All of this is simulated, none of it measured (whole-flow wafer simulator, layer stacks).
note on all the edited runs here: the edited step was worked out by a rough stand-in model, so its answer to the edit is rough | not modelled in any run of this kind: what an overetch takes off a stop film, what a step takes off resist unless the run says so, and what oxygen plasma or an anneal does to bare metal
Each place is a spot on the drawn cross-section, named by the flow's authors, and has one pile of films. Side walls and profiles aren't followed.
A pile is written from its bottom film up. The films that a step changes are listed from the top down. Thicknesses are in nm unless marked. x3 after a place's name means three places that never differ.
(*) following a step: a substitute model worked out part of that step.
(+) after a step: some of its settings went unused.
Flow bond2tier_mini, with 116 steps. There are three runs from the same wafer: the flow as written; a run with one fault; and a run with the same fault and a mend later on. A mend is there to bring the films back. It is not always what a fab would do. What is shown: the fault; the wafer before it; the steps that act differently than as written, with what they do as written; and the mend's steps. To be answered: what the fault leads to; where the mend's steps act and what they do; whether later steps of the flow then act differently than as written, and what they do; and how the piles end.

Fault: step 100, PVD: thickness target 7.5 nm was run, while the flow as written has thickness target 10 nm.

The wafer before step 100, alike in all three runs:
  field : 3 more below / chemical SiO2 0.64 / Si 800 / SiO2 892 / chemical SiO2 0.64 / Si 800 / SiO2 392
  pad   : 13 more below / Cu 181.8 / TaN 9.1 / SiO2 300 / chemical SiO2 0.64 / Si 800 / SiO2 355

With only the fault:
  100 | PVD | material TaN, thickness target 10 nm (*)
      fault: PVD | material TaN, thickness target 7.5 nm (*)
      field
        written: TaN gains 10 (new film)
        fault: TaN gains 7.5 (new film)
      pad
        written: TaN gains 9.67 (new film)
        fault: TaN gains 7.25 (new film)
  Later steps of the flow acting differently than as written (not shown: 1 more step that differs only slightly, by at most 2% or 0.5 nm, whichever is larger):
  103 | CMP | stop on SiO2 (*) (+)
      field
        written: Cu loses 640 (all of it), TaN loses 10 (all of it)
        fault: Cu loses 640 (all of it), TaN loses 7.5 (all of it)
  By the end, the piles at pad depart from the flow's by more than 2% or 0.5 nm, whichever is larger.
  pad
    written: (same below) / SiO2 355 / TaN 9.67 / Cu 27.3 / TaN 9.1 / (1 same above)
    fault: (same below) / SiO2 355 / TaN 7.25 / Cu 29.8 / TaN 9.1 / (1 same above)

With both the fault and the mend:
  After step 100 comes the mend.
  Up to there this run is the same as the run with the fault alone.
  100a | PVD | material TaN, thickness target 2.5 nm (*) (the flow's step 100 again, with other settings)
      field
        TaN gains 2.5
      pad
        TaN gains 2.42
  Every later step of the flow that is run acts as written at every place that is followed.
  By the end, the piles equal the flow's at every place that both follow.
